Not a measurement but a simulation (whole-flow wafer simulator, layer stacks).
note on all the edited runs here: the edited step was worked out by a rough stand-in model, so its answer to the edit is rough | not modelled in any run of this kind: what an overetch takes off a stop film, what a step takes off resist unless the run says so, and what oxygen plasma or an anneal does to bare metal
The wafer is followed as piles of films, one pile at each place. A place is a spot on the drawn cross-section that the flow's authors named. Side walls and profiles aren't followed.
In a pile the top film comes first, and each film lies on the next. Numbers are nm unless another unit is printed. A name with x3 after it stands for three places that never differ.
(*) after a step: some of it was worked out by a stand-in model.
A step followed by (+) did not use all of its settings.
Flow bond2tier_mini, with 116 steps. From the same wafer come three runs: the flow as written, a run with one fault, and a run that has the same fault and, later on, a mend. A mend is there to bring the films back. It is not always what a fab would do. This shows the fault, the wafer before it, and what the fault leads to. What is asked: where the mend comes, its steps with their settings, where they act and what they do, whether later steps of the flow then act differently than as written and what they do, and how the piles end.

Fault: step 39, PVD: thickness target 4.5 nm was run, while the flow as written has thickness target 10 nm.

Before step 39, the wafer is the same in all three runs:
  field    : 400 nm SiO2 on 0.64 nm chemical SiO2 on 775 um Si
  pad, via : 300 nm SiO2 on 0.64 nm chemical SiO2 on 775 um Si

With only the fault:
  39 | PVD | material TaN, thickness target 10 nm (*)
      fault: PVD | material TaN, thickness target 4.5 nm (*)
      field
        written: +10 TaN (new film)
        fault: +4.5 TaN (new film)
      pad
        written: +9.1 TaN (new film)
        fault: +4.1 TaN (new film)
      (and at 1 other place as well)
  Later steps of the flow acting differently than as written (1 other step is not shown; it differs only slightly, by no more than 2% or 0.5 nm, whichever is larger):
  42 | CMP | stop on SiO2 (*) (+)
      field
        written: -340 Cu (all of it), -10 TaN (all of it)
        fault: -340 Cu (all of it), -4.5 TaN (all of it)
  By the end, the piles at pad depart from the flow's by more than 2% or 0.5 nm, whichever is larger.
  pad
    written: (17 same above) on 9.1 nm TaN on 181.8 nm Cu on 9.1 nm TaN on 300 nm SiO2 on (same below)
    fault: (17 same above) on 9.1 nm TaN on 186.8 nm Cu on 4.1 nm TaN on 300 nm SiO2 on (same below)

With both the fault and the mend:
  After step 39 comes the mend.
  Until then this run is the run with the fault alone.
  39a | PVD | material TaN, thickness target 5.5 nm (*) (the flow's step 39 again, with other settings)
      field
        +5.5 TaN
      pad
        +5 TaN
      via
        +5.48 TaN
  Every later step of the flow that is run acts as written at every place that is followed.
  The piles end the same as the flow's at every place that both follow.
